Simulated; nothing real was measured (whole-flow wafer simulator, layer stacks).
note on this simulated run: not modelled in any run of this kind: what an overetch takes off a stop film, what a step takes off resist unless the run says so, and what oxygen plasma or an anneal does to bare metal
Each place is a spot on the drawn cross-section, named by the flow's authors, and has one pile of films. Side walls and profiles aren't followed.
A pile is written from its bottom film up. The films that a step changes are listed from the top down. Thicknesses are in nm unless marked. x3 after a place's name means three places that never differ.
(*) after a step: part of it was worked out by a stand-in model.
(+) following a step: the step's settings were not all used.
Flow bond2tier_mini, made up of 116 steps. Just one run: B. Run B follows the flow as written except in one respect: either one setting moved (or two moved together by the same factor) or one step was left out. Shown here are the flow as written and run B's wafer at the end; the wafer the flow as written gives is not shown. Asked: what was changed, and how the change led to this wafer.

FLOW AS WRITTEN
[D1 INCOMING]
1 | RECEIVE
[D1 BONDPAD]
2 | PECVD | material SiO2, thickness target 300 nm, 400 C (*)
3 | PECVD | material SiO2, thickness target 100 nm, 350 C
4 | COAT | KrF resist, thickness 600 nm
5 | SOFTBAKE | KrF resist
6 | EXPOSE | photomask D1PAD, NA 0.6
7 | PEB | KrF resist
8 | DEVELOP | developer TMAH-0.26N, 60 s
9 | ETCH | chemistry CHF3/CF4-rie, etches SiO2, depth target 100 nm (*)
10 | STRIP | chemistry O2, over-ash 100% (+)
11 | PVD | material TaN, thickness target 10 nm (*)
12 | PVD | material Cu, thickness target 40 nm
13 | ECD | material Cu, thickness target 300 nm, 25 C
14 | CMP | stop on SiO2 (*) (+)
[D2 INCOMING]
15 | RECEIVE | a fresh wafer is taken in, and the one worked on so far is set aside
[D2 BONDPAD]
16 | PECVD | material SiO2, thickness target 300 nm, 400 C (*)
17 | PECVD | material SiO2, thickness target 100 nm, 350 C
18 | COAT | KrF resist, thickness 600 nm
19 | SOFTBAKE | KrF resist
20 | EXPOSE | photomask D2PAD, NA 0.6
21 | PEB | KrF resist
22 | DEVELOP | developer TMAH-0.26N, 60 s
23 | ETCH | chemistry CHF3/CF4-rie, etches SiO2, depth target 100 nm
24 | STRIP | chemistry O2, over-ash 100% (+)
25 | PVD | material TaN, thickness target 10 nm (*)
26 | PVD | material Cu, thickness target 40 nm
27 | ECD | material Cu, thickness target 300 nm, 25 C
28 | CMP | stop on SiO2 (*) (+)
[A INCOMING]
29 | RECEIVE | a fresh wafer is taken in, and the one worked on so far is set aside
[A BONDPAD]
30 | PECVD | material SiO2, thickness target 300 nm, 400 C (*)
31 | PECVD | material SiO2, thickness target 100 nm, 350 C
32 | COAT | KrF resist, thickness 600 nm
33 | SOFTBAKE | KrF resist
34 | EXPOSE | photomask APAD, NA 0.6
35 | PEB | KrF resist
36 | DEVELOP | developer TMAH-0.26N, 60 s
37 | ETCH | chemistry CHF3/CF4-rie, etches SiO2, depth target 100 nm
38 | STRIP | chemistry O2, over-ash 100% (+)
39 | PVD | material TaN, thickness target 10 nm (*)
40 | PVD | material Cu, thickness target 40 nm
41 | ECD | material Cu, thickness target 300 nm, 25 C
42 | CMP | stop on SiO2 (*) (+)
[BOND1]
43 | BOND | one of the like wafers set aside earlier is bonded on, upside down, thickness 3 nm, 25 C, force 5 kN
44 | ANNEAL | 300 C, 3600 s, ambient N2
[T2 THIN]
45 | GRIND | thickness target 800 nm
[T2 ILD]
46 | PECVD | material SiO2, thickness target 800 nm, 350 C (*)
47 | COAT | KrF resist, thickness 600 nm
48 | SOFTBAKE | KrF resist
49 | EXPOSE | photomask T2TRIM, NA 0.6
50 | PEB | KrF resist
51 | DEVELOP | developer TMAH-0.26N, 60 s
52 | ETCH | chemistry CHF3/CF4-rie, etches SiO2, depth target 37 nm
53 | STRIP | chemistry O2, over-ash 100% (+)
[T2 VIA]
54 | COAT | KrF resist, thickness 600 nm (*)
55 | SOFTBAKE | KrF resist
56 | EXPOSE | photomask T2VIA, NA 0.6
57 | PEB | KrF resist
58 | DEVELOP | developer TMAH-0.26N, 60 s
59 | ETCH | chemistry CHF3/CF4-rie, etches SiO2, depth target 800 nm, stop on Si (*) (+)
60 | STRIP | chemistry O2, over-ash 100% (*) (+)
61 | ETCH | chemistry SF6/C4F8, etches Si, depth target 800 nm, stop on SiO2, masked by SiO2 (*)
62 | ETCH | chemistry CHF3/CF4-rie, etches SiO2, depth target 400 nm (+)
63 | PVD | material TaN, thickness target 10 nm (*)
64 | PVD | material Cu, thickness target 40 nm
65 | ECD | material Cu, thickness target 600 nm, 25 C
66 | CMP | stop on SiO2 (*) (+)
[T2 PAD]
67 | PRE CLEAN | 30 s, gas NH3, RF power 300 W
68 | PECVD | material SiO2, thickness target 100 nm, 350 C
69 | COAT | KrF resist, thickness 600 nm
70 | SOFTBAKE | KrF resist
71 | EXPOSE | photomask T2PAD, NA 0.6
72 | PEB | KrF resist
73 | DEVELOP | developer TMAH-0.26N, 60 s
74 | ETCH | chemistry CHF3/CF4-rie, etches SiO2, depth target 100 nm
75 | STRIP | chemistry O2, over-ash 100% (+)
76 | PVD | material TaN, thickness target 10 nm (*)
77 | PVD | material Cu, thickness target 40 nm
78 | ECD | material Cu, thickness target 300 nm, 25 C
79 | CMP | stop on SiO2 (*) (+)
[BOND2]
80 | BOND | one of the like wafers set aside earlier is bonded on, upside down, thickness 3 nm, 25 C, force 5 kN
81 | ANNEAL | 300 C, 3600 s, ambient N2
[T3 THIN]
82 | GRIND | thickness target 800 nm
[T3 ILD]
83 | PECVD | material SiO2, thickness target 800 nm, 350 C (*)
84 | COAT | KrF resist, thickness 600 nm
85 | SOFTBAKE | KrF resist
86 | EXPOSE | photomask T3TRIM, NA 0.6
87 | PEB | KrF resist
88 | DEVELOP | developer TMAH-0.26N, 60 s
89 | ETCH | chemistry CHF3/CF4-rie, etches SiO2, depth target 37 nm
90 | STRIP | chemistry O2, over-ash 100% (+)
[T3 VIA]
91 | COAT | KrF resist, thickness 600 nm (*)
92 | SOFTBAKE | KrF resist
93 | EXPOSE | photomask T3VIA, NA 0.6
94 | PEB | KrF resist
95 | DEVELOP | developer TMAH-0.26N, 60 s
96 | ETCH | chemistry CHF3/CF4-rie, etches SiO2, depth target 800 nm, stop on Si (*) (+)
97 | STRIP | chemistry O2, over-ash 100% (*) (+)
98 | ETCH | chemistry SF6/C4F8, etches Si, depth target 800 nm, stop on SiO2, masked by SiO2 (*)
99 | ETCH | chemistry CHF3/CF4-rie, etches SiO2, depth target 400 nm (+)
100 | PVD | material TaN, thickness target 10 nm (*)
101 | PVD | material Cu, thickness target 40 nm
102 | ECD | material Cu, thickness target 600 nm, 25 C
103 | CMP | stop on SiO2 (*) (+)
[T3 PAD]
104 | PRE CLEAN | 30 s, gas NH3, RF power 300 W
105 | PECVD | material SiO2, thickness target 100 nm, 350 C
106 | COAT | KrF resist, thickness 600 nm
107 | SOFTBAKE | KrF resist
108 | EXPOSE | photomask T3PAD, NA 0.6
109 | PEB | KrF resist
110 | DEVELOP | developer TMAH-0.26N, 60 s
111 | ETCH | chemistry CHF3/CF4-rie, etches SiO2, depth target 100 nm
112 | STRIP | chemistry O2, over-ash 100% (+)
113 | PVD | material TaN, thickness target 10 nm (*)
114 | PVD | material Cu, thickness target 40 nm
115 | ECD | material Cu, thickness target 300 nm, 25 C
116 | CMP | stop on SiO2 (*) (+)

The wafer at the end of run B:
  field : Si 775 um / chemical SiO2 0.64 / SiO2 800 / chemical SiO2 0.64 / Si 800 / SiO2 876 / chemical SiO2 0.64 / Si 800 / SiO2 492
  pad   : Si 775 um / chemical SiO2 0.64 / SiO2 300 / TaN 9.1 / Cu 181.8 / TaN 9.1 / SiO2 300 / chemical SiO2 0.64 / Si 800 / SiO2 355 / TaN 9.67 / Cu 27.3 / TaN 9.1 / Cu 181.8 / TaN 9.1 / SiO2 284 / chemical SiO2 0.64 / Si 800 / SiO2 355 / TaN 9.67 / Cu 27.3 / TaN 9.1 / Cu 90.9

The reason: step 17, PECVD: thickness target 84 nm was run, though the flow has thickness target 100 nm.

The path from the change to this, step by step:
  17 | PECVD | material SiO2, thickness target 100 nm, 350 C
      field, pad, via: +84 SiO2 (as written it would have been: +100 SiO2)
  80 | BOND | one of the like wafers set aside earlier is bonded on, upside down, thickness 3 nm, 25 C, force 5 kN
      field: +775 um Si (new film), +0.64 chemical SiO2 (new film), +384 SiO2 (as written it would have been: +775 um Si (new film), +0.64 chemical SiO2 (new film), +400 SiO2)
      pad: +775 um Si (new film), +0.64 chemical SiO2 (new film), +284 SiO2 (new film), +9.1 TaN (new film), +90.9 Cu (as written it would have been: +775 um Si (new film), +0.64 chemical SiO2 (new film), +300 SiO2 (new film), +9.1 TaN (new film), +90.9 Cu)
